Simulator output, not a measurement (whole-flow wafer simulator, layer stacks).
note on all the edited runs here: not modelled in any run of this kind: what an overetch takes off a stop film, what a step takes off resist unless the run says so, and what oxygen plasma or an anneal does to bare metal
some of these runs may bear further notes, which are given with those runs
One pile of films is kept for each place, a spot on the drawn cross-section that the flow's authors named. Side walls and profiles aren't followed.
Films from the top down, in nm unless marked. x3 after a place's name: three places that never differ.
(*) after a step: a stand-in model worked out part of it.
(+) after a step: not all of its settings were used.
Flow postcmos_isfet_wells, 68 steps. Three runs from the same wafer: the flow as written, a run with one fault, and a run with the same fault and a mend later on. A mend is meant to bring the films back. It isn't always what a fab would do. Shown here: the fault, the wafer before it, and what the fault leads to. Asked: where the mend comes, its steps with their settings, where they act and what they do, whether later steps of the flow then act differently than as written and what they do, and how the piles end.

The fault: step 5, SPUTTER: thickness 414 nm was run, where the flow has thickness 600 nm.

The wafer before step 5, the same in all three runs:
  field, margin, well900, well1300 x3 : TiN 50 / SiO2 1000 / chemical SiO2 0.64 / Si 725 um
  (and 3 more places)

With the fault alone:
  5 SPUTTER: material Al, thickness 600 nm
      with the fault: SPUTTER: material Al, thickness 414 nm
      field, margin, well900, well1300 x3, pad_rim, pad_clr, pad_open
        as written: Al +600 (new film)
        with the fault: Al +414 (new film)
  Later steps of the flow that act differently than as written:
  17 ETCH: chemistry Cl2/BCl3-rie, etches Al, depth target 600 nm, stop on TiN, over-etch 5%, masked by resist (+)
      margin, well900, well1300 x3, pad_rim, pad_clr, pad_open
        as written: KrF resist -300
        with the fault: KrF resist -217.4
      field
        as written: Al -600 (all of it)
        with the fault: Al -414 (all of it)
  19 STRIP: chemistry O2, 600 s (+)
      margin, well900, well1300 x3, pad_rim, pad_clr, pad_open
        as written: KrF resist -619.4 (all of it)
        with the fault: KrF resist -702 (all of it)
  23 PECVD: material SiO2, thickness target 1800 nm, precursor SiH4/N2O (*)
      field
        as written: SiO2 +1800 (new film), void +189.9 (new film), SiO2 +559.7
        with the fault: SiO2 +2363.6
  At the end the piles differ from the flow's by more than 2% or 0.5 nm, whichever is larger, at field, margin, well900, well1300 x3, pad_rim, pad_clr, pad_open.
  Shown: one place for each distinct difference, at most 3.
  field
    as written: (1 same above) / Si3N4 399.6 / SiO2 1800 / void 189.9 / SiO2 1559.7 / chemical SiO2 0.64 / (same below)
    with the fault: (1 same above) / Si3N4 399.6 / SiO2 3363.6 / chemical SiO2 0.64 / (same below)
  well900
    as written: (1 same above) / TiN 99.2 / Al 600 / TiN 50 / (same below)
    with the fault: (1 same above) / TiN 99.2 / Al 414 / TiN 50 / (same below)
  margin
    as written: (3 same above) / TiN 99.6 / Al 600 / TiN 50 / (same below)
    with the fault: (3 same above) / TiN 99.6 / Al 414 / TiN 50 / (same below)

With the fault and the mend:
  The mend comes after step 5.
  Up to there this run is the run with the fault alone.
  5a SPUTTER: material Al, thickness 186 nm (the flow's step 5 once more, with other settings)
      field, margin, well900, well1300 x3, pad_rim, pad_clr, pad_open
        Al +186
  No later step of the flow acts differently than as written at any place that is followed.
  At the end the piles are the same as the flow's at every place that both follow.
